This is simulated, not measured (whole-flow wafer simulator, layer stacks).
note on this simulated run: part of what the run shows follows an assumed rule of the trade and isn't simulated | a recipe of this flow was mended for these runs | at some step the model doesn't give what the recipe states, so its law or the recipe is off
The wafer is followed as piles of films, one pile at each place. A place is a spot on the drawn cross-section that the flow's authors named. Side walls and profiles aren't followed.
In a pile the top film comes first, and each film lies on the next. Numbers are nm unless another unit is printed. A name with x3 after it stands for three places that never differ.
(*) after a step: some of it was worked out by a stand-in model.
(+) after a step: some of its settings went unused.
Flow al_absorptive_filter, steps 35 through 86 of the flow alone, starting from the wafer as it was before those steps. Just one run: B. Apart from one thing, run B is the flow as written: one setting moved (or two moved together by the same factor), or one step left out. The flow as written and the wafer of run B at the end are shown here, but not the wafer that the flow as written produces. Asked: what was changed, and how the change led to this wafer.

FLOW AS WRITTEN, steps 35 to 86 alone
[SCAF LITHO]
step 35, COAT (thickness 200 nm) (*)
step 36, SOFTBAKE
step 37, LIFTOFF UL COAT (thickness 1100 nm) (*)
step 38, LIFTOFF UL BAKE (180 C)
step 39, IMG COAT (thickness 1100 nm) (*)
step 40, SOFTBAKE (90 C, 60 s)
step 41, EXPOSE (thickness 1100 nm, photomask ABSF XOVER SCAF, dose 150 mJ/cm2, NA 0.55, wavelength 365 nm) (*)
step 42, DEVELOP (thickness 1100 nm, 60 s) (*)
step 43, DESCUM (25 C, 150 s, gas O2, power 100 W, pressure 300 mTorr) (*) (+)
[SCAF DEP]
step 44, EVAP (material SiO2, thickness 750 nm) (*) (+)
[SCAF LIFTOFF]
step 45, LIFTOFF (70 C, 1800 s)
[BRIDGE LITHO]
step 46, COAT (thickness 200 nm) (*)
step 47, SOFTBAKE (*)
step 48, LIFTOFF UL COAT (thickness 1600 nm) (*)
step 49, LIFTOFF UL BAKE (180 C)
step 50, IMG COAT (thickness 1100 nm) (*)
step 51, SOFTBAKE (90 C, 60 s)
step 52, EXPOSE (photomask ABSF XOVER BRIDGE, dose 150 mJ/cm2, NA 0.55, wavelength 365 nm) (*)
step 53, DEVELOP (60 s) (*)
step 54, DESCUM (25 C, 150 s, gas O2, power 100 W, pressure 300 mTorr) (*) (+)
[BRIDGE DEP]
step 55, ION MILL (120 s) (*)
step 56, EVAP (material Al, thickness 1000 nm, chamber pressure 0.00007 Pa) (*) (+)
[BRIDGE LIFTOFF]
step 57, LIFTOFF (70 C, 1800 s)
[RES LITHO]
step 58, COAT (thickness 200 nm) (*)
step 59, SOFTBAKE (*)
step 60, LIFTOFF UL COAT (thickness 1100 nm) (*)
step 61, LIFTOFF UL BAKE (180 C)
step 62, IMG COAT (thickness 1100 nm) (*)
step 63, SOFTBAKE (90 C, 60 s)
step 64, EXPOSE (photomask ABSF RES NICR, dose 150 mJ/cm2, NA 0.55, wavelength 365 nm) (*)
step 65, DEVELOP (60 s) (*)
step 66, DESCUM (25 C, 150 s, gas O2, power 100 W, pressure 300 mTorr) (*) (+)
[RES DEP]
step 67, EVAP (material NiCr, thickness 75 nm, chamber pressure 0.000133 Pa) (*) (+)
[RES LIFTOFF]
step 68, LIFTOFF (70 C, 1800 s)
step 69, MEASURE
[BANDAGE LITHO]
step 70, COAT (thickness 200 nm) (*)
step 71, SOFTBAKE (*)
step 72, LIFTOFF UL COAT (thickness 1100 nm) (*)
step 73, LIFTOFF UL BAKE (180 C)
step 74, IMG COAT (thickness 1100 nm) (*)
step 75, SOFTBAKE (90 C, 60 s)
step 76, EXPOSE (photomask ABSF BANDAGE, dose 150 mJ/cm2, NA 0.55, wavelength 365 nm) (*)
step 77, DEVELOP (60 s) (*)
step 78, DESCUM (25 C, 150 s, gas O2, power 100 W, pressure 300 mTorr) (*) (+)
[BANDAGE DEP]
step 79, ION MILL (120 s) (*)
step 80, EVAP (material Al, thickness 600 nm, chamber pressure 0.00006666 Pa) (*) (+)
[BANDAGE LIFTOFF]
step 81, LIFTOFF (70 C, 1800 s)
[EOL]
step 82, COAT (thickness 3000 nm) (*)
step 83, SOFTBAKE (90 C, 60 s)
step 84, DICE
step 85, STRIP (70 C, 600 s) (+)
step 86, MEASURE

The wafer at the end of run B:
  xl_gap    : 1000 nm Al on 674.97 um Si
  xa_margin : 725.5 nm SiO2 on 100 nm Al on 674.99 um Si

What caused this: step 43, DESCUM: 114 s was run, though the flow has 150 s.

The path from the change to this, step by step:
  step 43, DESCUM (25 C, 150 s, gas O2, power 100 W, pressure 300 mTorr) (*) (+)
      xl_gap: acrylic-e-beam-resist loses 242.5 (in the flow as written it would be: acrylic-e-beam-resist loses 265.9 (all of it))
      gnd, pad_far, pad_near and 7 more: i-line-resist loses 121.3 (in the flow as written it would be: i-line-resist loses 159.6)
  step 45, LIFTOFF (70 C, 1800 s)
      xl_gap: SiO2 loses 750 (all of it), acrylic-e-beam-resist loses 23.4 (all of it) (in the flow as written it would be: nothing)
      gnd, xa_field, xl_land, idc_field: SiO2 loses 750 (all of it), i-line-resist loses 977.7 (all of it), lift-off-underlayer loses 1100 (all of it), acrylic-e-beam-resist loses 200 (all of it) (in the flow as written it would be: SiO2 loses 750 (all of it), i-line-resist loses 939.4 (all of it), lift-off-underlayer loses 1100 (all of it), acrylic-e-beam-resist loses 200 (all of it))
      (also at 6 further places)
  step 46, COAT (thickness 200 nm) (*)
      xl_land: acrylic-e-beam-resist gains 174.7 (new film) (in the flow as written it would be: acrylic-e-beam-resist gains 218.5 (new film))
      xl_gap: acrylic-e-beam-resist gains 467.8 (new film) (in the flow as written it would be: acrylic-e-beam-resist gains 97.9 (new film))
      (also at 1 further place)
  step 48, LIFTOFF UL COAT (thickness 1600 nm) (*)
      xl_gap: lift-off-underlayer gains 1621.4 (new film) (in the flow as written it would be: lift-off-underlayer gains 1316.9 (new film))
      xl_turn: lift-off-underlayer gains 1163.2 (new film) (in the flow as written it would be: lift-off-underlayer gains 1215.9 (new film))
  step 53, DEVELOP (60 s) (*)
      xl_gap: i-line-resist loses 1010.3 (all of it), lift-off-underlayer loses 1621.4 (all of it) (in the flow as written it would be: i-line-resist loses 1001.2 (all of it), lift-off-underlayer loses 1316.9 (all of it))
      xl_turn: i-line-resist loses 974.7 (all of it), lift-off-underlayer loses 1163.2 (all of it) (in the flow as written it would be: i-line-resist loses 967.9 (all of it), lift-off-underlayer loses 1215.9 (all of it))
  step 54, DESCUM (25 C, 150 s, gas O2, power 100 W, pressure 300 mTorr) (*) (+)
      gnd, pad_far, pad_near and 7 more: i-line-resist loses 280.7 (in the flow as written it would be: i-line-resist loses 131.1)
      xl_land: acrylic-e-beam-resist loses 174.7 (all of it) (in the flow as written it would be: acrylic-e-beam-resist loses 218.5 (all of it))
      (also at 2 further places)
  step 55, ION MILL (120 s) (*)
      xl_gap: Si loses 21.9 (in the flow as written it would be: SiO2 loses 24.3)
  step 57, LIFTOFF (70 C, 1800 s)
      gnd, xa_field, idc_field: Al loses 1000 (all of it), i-line-resist loses 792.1 (all of it), lift-off-underlayer loses 1600 (all of it), acrylic-e-beam-resist loses 200 (all of it) (in the flow as written it would be: Al loses 1000 (all of it), i-line-resist loses 941.6 (all of it), lift-off-underlayer loses 1600 (all of it), acrylic-e-beam-resist loses 200 (all of it))
      pad_far: Al loses 1000 (all of it), i-line-resist loses 791 (all of it), lift-off-underlayer loses 1591.1 (all of it), acrylic-e-beam-resist loses 198.5 (all of it) (in the flow as written it would be: Al loses 1000 (all of it), i-line-resist loses 940.5 (all of it), lift-off-underlayer loses 1591.1 (all of it), acrylic-e-beam-resist loses 198.5 (all of it))
      (also at 6 further places)
  step 58, COAT (thickness 200 nm) (*)
      xl_gap: acrylic-e-beam-resist gains 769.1 (new film) (in the flow as written it would be: acrylic-e-beam-resist gains 123.8 (new film))
      xl_turn: acrylic-e-beam-resist gains 127.8 (new film) (in the flow as written it would be: acrylic-e-beam-resist gains 146.6 (new film))
  step 60, LIFTOFF UL COAT (thickness 1100 nm) (*)
      xl_gap: lift-off-underlayer gains 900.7 (new film) (in the flow as written it would be: lift-off-underlayer gains 831.4 (new film))
  step 68, LIFTOFF (70 C, 1800 s)
      xl_gap: NiCr loses 75 (all of it), i-line-resist loses 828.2 (all of it), lift-off-underlayer loses 900.7 (all of it), acrylic-e-beam-resist loses 769.1 (all of it) (in the flow as written it would be: NiCr loses 75 (all of it), i-line-resist loses 818.3 (all of it), lift-off-underlayer loses 831.4 (all of it), acrylic-e-beam-resist loses 123.8 (all of it))
      xl_turn: NiCr loses 75 (all of it), i-line-resist loses 769.7 (all of it), lift-off-underlayer loses 767.3 (all of it), acrylic-e-beam-resist loses 127.8 (all of it) (in the flow as written it would be: NiCr loses 75 (all of it), i-line-resist loses 760.9 (all of it), lift-off-underlayer loses 781.4 (all of it), acrylic-e-beam-resist loses 146.6 (all of it))
  step 70, COAT (thickness 200 nm) (*)
      xl_gap: acrylic-e-beam-resist gains 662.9 (new film) (in the flow as written it would be: acrylic-e-beam-resist gains 114.6 (new film))
      xl_turn: acrylic-e-beam-resist gains 124.2 (new film) (in the flow as written it would be: acrylic-e-beam-resist gains 144.3 (new film))
  step 72, LIFTOFF UL COAT (thickness 1100 nm) (*)
      xl_gap: lift-off-underlayer gains 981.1 (new film) (in the flow as written it would be: lift-off-underlayer gains 837.4 (new film))
      xl_turn: lift-off-underlayer gains 748.6 (new film) (in the flow as written it would be: lift-off-underlayer gains 781 (new film))
  step 81, LIFTOFF (70 C, 1800 s)
      xl_gap: Al loses 600 (all of it), i-line-resist loses 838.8 (all of it), lift-off-underlayer loses 981.1 (all of it), acrylic-e-beam-resist loses 662.9 (all of it) (in the flow as written it would be: Al loses 600 (all of it), i-line-resist loses 824.6 (all of it), lift-off-underlayer loses 837.4 (all of it), acrylic-e-beam-resist loses 114.6 (all of it))
      xl_turn: Al loses 600 (all of it), i-line-resist loses 776.7 (all of it), lift-off-underlayer loses 748.6 (all of it), acrylic-e-beam-resist loses 124.2 (all of it) (in the flow as written it would be: Al loses 600 (all of it), i-line-resist loses 766.6 (all of it), lift-off-underlayer loses 781 (all of it), acrylic-e-beam-resist loses 144.3 (all of it))
  step 82, COAT (thickness 3000 nm) (*)
      xl_gap: i-line-resist gains 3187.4 (new film) (in the flow as written it would be: i-line-resist gains 2468.8 (new film))
  step 83, SOFTBAKE (90 C, 60 s)
      xl_gap: i-line-resist loses 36 (in the flow as written it would be: i-line-resist loses 40.9)
      xl_turn: i-line-resist loses 43.7 (in the flow as written it would be: i-line-resist loses 52)
  step 85, STRIP (70 C, 600 s) (+)
      xl_gap: i-line-resist loses 3151.4 (all of it) (in the flow as written it would be: i-line-resist loses 2427.9 (all of it))
